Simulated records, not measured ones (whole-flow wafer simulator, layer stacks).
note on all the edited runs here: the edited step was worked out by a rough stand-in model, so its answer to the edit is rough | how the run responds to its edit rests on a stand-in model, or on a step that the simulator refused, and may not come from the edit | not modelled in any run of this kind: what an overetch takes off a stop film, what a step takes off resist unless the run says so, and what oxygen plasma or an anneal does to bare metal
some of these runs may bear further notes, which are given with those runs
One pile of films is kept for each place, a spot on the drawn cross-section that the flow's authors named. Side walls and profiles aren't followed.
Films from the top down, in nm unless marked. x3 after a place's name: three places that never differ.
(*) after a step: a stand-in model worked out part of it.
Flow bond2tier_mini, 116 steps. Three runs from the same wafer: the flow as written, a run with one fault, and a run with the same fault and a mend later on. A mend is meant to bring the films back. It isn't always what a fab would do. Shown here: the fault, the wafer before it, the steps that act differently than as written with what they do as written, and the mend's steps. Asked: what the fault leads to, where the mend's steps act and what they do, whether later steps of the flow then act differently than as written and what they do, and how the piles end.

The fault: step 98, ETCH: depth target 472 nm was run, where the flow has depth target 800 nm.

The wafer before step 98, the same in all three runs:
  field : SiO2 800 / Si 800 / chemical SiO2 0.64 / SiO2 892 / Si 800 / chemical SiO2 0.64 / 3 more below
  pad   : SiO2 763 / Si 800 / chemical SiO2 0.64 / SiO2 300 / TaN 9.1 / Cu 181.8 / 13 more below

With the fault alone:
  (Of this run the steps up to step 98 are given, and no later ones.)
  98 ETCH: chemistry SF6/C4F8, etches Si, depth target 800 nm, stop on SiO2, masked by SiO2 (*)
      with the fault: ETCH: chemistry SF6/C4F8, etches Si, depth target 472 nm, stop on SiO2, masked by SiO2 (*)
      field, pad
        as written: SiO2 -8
        with the fault: SiO2 -4.72
  After step 98 the piles differ from the flow's only slightly at the places that both follow, by at most 2% or 0.5 nm, whichever is larger.

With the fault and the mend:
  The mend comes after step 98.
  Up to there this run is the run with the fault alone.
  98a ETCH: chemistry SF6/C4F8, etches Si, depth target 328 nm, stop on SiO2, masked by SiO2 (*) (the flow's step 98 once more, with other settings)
      field, pad
        SiO2 -3.28
  No later step of the flow acts differently than as written at any place that is followed.
  At the end the piles are the same as the flow's at every place that both follow.
